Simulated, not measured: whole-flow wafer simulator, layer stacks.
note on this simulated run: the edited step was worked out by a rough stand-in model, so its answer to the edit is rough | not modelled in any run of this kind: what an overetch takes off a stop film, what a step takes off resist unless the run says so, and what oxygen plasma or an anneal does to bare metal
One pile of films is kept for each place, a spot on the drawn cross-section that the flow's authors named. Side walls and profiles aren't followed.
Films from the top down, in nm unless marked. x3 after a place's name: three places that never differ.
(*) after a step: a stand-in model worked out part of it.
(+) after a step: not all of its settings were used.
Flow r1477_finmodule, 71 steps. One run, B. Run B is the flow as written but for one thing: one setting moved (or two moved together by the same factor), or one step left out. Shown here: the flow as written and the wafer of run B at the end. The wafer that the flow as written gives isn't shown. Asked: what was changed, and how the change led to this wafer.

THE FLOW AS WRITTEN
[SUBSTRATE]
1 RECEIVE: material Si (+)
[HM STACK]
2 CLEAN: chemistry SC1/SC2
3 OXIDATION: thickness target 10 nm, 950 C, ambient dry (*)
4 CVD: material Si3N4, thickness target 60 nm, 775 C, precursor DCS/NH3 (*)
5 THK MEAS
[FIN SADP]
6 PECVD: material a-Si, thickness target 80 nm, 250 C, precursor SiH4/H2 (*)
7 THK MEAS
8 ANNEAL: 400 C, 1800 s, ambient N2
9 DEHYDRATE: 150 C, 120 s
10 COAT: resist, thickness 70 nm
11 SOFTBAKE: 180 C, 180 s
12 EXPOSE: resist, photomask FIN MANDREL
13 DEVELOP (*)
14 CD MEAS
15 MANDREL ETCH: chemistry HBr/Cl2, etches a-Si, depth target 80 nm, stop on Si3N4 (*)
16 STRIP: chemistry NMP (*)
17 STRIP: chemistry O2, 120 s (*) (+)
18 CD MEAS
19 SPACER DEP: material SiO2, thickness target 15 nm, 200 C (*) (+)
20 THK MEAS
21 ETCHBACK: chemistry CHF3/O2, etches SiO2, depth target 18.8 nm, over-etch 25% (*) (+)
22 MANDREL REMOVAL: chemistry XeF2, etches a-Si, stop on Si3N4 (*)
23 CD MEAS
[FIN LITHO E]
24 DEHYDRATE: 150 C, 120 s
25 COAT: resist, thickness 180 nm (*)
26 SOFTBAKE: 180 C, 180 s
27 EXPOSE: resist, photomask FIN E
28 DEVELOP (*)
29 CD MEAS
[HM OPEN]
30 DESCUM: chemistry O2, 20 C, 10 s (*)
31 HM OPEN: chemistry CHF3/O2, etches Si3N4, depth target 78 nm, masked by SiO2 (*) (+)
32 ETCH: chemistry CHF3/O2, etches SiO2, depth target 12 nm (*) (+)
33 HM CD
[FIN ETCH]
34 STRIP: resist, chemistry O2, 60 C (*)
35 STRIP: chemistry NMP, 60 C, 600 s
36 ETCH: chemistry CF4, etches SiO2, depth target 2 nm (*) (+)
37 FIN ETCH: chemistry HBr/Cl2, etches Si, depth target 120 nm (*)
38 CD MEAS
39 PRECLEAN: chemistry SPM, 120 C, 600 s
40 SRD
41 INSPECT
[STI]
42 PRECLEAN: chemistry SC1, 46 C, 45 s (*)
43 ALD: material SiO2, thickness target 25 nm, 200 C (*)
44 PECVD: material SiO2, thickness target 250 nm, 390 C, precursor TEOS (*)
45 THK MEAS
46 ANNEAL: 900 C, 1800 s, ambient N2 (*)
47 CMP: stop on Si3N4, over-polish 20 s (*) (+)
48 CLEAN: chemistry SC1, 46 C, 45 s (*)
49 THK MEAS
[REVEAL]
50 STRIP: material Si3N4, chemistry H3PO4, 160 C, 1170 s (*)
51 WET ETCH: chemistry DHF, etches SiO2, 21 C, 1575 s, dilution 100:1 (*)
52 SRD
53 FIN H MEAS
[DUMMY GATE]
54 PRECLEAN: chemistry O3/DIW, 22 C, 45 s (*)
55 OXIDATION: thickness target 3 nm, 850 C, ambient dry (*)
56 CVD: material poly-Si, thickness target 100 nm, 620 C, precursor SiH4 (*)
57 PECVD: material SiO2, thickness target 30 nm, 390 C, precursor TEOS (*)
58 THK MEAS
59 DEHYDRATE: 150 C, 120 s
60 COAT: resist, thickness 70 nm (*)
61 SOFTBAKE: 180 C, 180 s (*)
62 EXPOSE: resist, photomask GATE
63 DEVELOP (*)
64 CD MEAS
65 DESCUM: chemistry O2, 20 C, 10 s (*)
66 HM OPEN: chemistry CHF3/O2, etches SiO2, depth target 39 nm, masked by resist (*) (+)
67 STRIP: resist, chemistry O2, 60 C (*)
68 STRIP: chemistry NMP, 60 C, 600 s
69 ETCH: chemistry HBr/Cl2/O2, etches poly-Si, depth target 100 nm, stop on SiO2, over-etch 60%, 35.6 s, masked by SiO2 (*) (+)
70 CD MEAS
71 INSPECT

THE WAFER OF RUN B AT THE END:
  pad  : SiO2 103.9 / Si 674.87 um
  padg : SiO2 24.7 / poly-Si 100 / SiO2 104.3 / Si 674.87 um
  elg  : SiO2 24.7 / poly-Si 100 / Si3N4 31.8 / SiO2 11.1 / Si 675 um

The cause: step 3, OXIDATION: thickness target 11.1 nm was run, where the flow has thickness target 10 nm.
It can be read off the wafer: elg has SiO2 11.1, and step 3 as written asks for 10 nm.

How the change led to this, step by step:
  3 OXIDATION: thickness target 10 nm, 950 C, ambient dry (*)
      pad, padg, elg and 33 more: SiO2 +11.1 (new film), chemical SiO2 -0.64 (all of it), Si -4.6 (as written it would be: SiO2 +10 (new film), chemical SiO2 -0.64 (all of it), Si -4.12)
  31 HM OPEN: chemistry CHF3/O2, etches Si3N4, depth target 78 nm, masked by SiO2 (*) (+)
      pad, padg, esg and 13 more: Si3N4 -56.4 (all of it), SiO2 -11.1 (all of it) (as written it would be: Si3N4 -56.4 (all of it), SiO2 -10 (all of it))
  32 ETCH: chemistry CHF3/O2, etches SiO2, depth target 12 nm (*) (+)
      s40cg, s45cg, s50cg, s40co, s45co, s50co: SiO2 -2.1 (all of it), Si -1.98 (as written it would be: SiO2 -1 (all of it), Si -2.2)
  51 WET ETCH: chemistry DHF, etches SiO2, 21 C, 1575 s, dilution 100:1 (*)
      s40sg_line, s45sg_line, s50sg_line, s40so_line, s45so_line, s50so_line: SiO2 -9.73 (all of it) (as written it would be: SiO2 -8.63 (all of it))
  67 STRIP: resist, chemistry O2, 60 C (*)
      s40sg: resist -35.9 (all of it) (as written it would be: resist -36.9 (all of it))
      s45sg: resist -35.8 (all of it) (as written it would be: resist -36.9 (all of it))
      (and at 1 more place)
